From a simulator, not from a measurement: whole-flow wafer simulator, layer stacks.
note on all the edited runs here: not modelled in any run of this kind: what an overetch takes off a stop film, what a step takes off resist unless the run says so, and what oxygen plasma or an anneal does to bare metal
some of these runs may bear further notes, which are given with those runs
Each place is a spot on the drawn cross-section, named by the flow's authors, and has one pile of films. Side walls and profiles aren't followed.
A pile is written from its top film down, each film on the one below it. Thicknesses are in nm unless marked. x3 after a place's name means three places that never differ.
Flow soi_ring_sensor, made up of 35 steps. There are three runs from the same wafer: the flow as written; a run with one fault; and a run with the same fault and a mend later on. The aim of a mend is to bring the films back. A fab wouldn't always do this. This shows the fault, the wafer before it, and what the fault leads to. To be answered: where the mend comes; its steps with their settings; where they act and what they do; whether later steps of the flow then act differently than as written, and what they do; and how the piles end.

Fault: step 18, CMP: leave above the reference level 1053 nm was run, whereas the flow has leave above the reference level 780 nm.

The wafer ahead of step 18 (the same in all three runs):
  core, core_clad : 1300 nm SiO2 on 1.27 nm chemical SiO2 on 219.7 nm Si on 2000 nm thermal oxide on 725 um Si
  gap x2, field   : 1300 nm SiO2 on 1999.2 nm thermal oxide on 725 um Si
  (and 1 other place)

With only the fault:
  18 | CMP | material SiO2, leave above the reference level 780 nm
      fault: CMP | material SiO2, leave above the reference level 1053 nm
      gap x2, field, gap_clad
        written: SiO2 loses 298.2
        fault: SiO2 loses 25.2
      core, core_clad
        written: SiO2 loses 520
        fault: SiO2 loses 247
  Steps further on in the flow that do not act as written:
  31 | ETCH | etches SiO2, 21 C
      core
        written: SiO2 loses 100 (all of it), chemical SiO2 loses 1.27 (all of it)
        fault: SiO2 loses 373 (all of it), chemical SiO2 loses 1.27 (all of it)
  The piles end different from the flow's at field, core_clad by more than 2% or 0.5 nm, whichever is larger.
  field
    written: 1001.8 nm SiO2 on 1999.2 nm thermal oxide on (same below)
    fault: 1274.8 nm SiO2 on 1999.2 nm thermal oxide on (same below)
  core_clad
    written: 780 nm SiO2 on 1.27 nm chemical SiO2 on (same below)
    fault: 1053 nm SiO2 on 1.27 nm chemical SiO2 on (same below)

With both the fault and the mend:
  After step 19 comes the mend.
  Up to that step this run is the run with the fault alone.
  19a | CMP | material SiO2, leave above the reference level 780 nm (the flow's step 18, run once more)
      core, gap x2, field, core_clad, gap_clad
        SiO2 loses 273
  None of the later steps of the flow acts differently than as written at any place that is followed.
  At every place that both follow, the piles at the end match the flow's.
